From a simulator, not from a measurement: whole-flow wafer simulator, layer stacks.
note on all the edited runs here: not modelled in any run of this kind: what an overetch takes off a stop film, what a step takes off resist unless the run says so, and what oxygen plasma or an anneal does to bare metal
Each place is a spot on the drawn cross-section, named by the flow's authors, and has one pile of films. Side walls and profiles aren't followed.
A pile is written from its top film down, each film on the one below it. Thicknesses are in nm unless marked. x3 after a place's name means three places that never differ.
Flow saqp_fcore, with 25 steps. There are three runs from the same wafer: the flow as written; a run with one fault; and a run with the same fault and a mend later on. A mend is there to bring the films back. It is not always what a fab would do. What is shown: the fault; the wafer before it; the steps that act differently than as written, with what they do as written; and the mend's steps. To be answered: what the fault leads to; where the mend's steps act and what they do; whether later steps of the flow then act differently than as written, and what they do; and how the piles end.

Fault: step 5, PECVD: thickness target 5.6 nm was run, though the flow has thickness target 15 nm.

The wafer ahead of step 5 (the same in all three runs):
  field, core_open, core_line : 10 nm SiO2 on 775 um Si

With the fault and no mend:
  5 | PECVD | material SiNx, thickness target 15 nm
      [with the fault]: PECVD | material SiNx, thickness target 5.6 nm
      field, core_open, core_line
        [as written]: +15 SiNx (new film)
        [with the fault]: +5.6 SiNx (new film)
  Later steps of the flow that are run all act as written at every place that is followed.
  The piles end different from the flow's at field, core_open, core_line by more than 2% or 0.5 nm, whichever is larger.
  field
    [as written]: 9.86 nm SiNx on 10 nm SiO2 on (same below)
    [with the fault]: 0.46 nm SiNx on 10 nm SiO2 on (same below)
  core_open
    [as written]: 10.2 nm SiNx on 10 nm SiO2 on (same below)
    [with the fault]: 0.78 nm SiNx on 10 nm SiO2 on (same below)
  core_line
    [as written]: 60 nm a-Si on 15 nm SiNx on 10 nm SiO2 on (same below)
    [with the fault]: 60 nm a-Si on 5.6 nm SiNx on 10 nm SiO2 on (same below)

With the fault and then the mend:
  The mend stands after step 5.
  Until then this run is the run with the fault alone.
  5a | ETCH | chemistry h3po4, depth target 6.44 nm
      field, core_open, core_line
        -5.6 SiNx (all of it)
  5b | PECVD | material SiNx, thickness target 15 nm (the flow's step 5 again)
      field, core_open, core_line
        +15 SiNx (new film)
  Later steps of the flow that are run all act as written at every place that is followed.
  At every place that both follow, the piles at the end match the flow's.
